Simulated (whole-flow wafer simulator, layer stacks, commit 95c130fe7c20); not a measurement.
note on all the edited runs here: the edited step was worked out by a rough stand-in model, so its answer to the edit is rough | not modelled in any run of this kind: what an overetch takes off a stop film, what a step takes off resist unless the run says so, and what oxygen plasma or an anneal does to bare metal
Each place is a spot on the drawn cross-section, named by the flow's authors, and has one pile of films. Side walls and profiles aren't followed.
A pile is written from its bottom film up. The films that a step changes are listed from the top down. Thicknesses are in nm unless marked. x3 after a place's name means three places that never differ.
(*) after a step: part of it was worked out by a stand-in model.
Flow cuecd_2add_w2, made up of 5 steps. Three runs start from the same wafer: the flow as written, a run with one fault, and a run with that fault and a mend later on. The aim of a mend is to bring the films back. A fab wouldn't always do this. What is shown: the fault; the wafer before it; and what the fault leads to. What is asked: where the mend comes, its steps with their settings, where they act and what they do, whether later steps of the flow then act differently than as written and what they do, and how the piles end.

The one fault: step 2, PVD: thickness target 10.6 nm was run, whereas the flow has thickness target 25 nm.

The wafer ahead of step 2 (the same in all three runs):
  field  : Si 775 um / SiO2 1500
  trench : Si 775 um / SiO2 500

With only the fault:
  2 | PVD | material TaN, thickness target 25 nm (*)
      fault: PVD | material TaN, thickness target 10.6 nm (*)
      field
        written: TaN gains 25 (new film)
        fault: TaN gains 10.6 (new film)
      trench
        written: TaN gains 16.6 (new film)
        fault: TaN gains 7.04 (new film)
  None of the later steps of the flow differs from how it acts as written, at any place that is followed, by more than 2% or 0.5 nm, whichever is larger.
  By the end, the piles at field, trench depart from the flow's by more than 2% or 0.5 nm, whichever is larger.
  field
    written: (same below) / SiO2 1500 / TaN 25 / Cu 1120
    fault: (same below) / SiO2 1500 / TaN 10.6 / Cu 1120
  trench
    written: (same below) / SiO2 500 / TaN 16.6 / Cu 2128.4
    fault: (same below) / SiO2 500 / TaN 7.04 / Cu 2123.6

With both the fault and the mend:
  The mend stands after step 2.
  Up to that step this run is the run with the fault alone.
  2a | PVD | material TaN, thickness target 14.4 nm (*) (the flow's step 2, run once more with other settings)
      field
        TaN gains 14.4
      trench
        TaN gains 9.53
  None of the later steps of the flow acts differently than as written at any place that is followed.
  The piles end the same as the flow's at every place that both follow.
